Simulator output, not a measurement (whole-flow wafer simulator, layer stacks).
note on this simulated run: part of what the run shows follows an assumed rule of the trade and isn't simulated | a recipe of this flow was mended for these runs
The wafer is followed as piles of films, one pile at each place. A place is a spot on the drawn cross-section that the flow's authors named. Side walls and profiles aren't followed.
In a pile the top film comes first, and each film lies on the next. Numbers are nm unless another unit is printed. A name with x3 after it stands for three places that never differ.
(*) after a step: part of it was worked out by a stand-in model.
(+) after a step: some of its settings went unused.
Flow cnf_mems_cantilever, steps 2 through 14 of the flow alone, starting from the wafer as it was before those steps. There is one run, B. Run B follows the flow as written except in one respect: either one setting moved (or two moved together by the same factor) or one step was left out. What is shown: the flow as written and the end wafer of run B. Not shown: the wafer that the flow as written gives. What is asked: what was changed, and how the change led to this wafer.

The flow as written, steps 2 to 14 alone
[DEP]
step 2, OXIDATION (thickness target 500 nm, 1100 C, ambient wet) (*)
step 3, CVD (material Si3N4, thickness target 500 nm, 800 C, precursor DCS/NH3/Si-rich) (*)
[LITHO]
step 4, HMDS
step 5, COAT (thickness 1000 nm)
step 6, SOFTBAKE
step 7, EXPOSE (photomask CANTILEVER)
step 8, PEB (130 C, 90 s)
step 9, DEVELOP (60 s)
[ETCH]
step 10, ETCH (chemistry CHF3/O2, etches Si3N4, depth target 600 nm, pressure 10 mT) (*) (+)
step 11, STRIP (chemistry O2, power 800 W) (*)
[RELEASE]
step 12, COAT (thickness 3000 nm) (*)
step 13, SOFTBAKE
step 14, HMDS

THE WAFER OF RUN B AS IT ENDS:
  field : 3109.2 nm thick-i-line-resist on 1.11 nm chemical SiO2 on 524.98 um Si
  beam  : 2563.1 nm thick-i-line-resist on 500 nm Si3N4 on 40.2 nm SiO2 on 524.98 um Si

Cause: step 2, OXIDATION: 852 C was run, while the flow as written has 1100 C.

The path from the change to this, step by step:
  step 2, OXIDATION (thickness target 500 nm, 1100 C, ambient wet) (*)
      field, beam: +40.2 SiO2 (new film), -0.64 chemical SiO2 (all of it), -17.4 Si (as written it would have been: +500 SiO2 (new film), -0.64 chemical SiO2 (all of it), -219.7 Si)
  step 10, ETCH (chemistry CHF3/O2, etches Si3N4, depth target 600 nm, pressure 10 mT) (*) (+)
      field: -500 Si3N4 (all of it), -40.2 SiO2 (all of it), -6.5 Si (as written it would have been: -500 Si3N4 (all of it), -50 SiO2)
  step 11, STRIP (chemistry O2, power 800 W) (*)
      field: +1.11 chemical SiO2 (new film), -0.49 Si (as written it would have been: nothing)
